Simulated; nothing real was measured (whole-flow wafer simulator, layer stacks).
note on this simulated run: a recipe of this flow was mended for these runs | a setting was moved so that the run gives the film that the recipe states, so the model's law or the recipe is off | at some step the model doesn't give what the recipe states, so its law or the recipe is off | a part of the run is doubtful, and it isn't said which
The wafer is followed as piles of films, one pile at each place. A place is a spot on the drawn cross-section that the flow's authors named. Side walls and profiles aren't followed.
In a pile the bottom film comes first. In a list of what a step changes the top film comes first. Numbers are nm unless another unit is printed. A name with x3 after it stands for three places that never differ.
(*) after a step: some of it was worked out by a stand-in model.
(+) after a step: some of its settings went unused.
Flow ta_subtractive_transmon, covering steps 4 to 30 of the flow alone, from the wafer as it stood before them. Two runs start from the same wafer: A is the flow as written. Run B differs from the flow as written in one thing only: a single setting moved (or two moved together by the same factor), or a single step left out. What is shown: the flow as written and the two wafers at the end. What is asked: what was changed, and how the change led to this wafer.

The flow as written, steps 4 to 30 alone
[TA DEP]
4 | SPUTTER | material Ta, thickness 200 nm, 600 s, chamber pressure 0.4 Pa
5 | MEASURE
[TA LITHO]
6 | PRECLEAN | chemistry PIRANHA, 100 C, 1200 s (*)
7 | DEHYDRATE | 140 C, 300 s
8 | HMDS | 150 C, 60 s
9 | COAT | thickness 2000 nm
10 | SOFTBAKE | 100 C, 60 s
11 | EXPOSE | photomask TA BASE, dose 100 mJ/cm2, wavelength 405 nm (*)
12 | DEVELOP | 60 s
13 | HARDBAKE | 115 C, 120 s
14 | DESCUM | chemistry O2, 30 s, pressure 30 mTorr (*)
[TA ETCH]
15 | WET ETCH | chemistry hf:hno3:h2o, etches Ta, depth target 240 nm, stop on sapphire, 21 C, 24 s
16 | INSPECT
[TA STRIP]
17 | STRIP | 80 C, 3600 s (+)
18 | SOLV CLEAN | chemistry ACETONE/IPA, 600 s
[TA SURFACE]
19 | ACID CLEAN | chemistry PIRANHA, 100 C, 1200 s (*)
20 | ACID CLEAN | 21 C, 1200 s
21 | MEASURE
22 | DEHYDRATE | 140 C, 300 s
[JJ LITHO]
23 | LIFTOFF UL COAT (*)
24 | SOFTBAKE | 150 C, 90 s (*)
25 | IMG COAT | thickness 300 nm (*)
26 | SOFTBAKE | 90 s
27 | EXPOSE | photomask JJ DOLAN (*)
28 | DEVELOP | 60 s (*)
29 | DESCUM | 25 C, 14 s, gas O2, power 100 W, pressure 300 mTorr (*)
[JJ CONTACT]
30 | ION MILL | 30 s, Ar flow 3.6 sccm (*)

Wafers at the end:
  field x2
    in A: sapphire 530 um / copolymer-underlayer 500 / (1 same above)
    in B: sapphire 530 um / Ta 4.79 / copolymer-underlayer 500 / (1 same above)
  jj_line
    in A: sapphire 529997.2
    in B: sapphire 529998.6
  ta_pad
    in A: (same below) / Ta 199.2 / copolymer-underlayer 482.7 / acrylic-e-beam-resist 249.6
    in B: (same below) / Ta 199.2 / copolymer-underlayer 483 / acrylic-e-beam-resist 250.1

What caused this: step 15, WET ETCH: depth target 194.4 nm was run, though the flow has depth target 240 nm; step 15, WET ETCH: 19.44 s was run, where the flow has 24 s.

Step by step, how the change led to this:
  15 | WET ETCH | chemistry hf:hno3:h2o, etches Ta, depth target 240 nm, stop on sapphire, 21 C, 24 s
      field x2, jj_line, lead: A Ta loses 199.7 (all of it) | B Ta loses 194.4
  30 | ION MILL | 30 s, Ar flow 3.6 sccm (*)
      jj_line, lead: A sapphire loses 2.8 | B Ta loses 4.79 (all of it), sapphire loses 1.38
With metal films that touch counted as one body, field x2 has 1 body; the flow as written gives 0 bodies.
